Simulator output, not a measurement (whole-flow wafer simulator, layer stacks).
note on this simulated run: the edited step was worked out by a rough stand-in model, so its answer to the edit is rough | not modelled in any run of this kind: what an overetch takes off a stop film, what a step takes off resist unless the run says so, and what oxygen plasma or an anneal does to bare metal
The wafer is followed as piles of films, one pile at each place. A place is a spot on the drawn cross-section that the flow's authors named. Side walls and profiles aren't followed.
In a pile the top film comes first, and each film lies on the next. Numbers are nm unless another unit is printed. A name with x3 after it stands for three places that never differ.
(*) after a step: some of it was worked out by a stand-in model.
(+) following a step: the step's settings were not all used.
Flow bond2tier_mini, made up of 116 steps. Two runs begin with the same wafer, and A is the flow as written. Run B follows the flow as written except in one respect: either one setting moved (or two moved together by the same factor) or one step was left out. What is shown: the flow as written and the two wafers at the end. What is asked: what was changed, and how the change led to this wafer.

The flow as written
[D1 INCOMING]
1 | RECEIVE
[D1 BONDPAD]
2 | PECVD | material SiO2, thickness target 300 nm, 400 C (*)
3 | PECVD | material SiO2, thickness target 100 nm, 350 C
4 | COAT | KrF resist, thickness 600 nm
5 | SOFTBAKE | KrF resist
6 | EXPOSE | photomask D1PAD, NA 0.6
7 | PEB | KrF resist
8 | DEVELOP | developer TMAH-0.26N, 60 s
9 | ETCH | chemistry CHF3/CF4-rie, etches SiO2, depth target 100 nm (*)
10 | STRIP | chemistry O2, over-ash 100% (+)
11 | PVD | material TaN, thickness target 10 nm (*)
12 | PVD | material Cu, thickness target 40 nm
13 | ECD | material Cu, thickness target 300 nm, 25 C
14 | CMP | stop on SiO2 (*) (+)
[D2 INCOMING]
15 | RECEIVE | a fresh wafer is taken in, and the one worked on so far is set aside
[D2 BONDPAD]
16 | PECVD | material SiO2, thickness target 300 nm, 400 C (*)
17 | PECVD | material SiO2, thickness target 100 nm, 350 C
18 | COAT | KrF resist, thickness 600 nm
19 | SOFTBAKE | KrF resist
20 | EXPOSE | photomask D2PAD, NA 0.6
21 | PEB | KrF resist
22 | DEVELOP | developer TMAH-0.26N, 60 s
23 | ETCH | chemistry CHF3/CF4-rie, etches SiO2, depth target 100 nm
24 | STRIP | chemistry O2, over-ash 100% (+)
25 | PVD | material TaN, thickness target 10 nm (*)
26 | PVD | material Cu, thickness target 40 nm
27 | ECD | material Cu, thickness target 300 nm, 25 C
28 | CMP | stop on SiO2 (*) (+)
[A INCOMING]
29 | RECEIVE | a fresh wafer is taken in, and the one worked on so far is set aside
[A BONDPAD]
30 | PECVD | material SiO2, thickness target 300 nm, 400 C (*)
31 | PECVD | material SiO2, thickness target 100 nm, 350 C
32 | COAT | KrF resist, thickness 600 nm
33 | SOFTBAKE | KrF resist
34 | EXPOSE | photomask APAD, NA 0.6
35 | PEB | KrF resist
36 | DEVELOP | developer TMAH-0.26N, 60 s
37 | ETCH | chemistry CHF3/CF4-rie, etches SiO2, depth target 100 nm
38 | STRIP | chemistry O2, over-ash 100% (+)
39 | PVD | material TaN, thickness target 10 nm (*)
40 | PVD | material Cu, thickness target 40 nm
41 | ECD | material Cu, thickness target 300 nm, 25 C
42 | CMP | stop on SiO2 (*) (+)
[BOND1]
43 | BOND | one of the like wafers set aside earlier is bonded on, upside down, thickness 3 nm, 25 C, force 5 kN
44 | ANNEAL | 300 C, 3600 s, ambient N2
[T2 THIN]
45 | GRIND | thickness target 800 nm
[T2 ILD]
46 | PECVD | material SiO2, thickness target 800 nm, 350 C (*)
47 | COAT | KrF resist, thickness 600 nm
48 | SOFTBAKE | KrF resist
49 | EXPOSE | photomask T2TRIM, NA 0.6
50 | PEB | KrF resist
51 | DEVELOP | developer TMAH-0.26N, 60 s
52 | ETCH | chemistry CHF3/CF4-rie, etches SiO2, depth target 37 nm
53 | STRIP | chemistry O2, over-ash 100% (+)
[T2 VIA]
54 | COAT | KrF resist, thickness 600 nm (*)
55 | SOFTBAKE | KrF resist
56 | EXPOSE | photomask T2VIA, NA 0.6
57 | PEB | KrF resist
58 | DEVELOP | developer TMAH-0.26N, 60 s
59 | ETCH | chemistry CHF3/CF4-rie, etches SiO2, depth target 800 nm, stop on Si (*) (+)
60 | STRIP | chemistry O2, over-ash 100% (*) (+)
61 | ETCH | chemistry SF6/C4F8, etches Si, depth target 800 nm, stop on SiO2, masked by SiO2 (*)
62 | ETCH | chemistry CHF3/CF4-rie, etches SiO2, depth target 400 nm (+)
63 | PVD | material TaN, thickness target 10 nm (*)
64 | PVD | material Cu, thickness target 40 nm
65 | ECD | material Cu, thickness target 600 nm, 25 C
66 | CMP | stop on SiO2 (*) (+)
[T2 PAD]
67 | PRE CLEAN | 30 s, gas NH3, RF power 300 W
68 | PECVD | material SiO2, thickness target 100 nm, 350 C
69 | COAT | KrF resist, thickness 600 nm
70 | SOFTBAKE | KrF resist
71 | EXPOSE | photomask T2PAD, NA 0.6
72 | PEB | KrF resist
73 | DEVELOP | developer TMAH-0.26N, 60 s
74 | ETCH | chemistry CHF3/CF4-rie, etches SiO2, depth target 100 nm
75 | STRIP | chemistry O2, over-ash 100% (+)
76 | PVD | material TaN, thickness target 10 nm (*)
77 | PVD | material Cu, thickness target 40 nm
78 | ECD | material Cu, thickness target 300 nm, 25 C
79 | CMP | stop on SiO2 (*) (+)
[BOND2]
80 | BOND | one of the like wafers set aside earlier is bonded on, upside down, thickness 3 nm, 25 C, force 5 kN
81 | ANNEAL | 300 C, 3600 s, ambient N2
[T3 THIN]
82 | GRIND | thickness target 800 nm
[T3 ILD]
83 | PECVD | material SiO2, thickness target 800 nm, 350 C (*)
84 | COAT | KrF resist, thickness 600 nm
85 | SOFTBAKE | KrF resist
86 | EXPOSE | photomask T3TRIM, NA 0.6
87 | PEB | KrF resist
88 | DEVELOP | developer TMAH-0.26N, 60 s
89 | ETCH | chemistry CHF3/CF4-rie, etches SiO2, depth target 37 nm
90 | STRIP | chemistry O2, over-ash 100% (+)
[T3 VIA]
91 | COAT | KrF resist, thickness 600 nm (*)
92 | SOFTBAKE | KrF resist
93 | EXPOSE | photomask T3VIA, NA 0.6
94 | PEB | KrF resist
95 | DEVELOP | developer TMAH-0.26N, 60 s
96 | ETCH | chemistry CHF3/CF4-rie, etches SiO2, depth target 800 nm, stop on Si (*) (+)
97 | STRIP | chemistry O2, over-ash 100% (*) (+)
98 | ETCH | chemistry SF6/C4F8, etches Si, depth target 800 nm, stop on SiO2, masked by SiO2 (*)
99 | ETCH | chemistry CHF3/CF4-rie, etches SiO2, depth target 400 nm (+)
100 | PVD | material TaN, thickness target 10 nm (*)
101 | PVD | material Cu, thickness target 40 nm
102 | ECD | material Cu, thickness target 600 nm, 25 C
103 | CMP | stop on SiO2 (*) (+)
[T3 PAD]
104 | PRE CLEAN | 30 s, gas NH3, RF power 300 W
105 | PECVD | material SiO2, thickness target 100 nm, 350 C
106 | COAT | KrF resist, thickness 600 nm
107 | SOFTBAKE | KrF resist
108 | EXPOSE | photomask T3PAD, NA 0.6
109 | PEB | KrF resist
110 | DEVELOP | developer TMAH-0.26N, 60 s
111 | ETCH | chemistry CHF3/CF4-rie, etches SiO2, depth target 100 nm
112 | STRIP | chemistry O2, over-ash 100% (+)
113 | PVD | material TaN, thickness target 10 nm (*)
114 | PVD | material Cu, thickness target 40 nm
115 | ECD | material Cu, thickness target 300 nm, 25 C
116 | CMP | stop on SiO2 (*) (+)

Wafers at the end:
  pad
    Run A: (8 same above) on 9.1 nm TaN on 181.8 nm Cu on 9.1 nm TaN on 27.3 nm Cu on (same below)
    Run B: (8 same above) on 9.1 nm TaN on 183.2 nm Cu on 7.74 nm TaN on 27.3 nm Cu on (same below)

The reason: step 76, PVD: thickness target 8.5 nm was run, though the flow has thickness target 10 nm.

Step by step, how the change led to this:
  76 | PVD | material TaN, thickness target 10 nm (*)
      field: A TaN gains 10 (new film) | B TaN gains 8.5 (new film)
      pad: A TaN gains 9.1 (new film) | B TaN gains 7.74 (new film)
  79 | CMP | stop on SiO2 (*) (+)
      field: A Cu loses 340 (all of it), TaN loses 10 (all of it) | B Cu loses 340 (all of it), TaN loses 8.5 (all of it)
